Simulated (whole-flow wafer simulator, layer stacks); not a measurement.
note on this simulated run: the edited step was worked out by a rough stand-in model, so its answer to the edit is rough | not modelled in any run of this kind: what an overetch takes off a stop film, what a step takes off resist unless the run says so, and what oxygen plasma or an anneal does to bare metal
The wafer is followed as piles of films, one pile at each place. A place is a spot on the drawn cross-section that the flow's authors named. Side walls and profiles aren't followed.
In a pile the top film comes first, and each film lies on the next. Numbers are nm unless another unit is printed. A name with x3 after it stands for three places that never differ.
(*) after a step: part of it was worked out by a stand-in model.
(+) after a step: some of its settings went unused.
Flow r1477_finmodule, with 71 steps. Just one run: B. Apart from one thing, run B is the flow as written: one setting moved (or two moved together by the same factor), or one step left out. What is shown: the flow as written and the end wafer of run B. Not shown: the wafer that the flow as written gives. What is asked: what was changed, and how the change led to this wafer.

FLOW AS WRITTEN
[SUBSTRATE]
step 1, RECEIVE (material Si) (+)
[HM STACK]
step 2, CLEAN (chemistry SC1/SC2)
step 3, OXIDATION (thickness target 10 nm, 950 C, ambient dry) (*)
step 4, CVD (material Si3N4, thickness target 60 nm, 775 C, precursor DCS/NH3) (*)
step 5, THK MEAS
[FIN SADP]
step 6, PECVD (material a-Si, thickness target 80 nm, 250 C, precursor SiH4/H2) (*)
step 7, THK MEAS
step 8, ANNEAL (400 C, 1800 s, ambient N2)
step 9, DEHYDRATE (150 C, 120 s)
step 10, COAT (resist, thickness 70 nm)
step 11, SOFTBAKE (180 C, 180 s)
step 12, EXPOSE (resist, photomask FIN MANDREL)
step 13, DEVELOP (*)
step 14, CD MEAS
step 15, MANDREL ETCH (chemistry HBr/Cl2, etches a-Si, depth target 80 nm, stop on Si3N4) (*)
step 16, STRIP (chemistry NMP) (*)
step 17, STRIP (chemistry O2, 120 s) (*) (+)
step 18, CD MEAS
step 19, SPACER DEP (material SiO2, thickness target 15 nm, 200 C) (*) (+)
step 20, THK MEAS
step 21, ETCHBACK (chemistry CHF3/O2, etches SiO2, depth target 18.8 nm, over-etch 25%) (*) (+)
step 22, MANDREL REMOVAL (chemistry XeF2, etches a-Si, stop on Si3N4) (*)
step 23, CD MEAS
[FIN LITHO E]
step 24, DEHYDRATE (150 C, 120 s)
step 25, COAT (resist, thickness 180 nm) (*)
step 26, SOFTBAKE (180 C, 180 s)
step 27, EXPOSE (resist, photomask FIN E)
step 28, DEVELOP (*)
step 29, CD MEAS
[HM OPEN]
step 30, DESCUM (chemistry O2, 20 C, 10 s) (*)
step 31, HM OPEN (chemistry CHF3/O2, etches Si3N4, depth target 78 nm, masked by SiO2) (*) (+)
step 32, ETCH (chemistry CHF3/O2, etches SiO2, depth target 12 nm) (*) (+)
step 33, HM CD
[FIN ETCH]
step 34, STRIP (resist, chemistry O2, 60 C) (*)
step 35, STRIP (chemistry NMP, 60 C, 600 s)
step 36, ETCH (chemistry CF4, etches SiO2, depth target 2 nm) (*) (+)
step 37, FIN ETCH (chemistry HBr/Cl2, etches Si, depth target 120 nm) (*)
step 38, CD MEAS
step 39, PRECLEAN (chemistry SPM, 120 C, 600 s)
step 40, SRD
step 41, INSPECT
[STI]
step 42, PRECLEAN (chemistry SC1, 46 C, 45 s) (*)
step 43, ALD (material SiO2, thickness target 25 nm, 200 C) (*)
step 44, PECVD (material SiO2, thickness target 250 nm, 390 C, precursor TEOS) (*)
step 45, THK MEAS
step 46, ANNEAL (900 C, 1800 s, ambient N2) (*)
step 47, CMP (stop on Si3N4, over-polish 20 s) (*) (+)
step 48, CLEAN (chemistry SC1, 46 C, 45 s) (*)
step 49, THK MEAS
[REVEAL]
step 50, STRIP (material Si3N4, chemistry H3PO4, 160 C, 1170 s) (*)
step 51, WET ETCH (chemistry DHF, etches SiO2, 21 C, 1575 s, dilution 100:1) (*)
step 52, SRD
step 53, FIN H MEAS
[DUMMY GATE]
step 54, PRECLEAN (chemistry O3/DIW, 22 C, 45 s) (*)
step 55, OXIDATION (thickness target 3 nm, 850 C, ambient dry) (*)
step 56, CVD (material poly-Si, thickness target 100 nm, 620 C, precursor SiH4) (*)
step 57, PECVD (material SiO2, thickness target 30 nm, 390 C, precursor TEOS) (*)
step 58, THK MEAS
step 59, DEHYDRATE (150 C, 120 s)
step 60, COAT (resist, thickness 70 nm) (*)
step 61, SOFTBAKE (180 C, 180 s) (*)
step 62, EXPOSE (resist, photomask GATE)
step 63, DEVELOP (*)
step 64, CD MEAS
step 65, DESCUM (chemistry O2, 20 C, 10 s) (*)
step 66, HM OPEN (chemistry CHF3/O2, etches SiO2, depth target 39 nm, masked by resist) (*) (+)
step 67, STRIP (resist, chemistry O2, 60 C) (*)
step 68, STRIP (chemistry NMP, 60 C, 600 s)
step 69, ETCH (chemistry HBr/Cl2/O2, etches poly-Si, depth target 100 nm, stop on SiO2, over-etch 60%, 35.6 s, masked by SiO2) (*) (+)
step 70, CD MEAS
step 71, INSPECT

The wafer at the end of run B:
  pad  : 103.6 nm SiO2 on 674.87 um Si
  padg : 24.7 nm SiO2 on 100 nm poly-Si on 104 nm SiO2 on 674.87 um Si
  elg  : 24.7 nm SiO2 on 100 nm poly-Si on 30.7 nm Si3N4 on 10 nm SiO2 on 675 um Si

What caused this: step 36, ETCH: depth target 2.9 nm was run, though the flow has depth target 2 nm.

The path from the change to this, step by step:
  step 36, ETCH (chemistry CF4, etches SiO2, depth target 2 nm) (*) (+)
      pad, padg, esg and 19 more: chemical SiO2 loses 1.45 (all of it), Si loses 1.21 (as written it would have been: chemical SiO2 loses 1.45 (all of it), Si loses 0.46)
      elg, e40lg, e100lg, e200lg, elo, e40lo, e100lo, e200lo: Si3N4 loses 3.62 (as written it would have been: Si3N4 loses 2.5)
      (as well as at 6 more places)
  step 51, WET ETCH (chemistry DHF, etches SiO2, 21 C, 1575 s, dilution 100:1) (*)
      elg, e40lg, e100lg, e200lg, elo, e40lo, e100lo, e200lo: SiO2 loses 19 (all of it), Si3N4 loses 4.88 (as written it would have been: SiO2 loses 17.8 (all of it), Si3N4 loses 4.97)
